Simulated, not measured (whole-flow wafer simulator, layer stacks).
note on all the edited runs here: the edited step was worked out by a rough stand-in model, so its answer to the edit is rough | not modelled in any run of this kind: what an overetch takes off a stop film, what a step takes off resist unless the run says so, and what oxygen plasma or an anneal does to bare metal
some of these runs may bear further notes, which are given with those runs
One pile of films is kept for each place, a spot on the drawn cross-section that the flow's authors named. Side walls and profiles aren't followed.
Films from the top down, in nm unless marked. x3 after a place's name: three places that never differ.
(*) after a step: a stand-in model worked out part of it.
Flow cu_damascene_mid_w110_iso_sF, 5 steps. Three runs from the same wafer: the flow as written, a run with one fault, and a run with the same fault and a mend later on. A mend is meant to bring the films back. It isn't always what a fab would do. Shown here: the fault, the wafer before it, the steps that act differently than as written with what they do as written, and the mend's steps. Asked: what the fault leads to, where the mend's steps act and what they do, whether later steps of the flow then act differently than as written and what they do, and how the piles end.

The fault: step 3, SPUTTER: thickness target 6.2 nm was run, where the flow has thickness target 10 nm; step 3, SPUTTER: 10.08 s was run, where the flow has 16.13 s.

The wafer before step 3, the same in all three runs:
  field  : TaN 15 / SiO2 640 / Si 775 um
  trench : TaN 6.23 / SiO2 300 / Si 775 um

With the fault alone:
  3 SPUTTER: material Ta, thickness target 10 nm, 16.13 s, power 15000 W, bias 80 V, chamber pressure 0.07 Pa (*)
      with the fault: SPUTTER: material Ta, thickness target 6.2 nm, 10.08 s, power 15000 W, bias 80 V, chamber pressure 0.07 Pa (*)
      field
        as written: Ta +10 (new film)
        with the fault: Ta +6.2 (new film)
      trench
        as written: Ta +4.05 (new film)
        with the fault: Ta +2.51 (new film)
  No later step of the flow acts differently than as written, at any place that is followed, by more than 2% or 0.5 nm, whichever is larger.
  At the end the piles differ from the flow's by more than 2% or 0.5 nm, whichever is larger, at field, trench.
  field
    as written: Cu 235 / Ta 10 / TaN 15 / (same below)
    with the fault: Cu 235 / Ta 6.2 / TaN 15 / (same below)
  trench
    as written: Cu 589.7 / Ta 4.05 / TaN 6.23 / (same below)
    with the fault: Cu 587.5 / Ta 2.51 / TaN 6.23 / (same below)

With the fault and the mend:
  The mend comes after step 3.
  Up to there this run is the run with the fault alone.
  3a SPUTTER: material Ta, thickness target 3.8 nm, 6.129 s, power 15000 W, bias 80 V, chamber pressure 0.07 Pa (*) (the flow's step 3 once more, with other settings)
      field
        Ta +3.8
      trench
        Ta +1.5
  No later step of the flow acts differently than as written, at any place that is followed, by more than 2% or 0.5 nm, whichever is larger.
  At the end the piles differ from the flow's only slightly at the places that both follow, by at most 2% or 0.5 nm, whichever is larger.
